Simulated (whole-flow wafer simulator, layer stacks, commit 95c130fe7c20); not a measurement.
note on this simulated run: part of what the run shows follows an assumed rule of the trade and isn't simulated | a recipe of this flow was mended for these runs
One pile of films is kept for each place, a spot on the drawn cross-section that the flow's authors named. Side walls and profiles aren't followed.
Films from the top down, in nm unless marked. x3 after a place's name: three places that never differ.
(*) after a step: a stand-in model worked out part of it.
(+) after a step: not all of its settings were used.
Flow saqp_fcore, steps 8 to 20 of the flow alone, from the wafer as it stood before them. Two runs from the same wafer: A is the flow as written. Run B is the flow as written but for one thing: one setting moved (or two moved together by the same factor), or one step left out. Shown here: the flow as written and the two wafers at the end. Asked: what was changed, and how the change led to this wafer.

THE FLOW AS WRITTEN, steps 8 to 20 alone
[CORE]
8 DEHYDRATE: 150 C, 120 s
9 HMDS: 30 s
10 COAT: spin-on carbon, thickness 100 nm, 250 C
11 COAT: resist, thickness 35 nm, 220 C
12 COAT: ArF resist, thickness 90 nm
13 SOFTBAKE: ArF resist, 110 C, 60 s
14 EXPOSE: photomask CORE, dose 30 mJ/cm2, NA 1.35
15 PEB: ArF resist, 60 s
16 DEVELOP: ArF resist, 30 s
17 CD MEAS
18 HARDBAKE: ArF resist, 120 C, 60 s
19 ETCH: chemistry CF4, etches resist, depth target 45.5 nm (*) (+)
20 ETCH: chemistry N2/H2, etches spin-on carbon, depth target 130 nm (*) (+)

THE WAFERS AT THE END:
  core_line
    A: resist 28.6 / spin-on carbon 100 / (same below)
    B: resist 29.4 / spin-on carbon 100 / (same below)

The cause: step 12, COAT: thickness 111 nm was run, where the flow has thickness 90 nm.

How the change led to this, step by step:
  12 COAT: ArF resist, thickness 90 nm
      field x2, core_line: A ArF resist +90 (new film) | B ArF resist +111 (new film)
  16 DEVELOP: ArF resist, 30 s
      field x2: A ArF resist -89.6 (all of it) | B ArF resist -110.5 (all of it)
  20 ETCH: chemistry N2/H2, etches spin-on carbon, depth target 130 nm (*) (+)
      core_line: A ArF resist -53.9 (all of it), resist -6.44 | B ArF resist -74.5 (all of it), resist -5.59
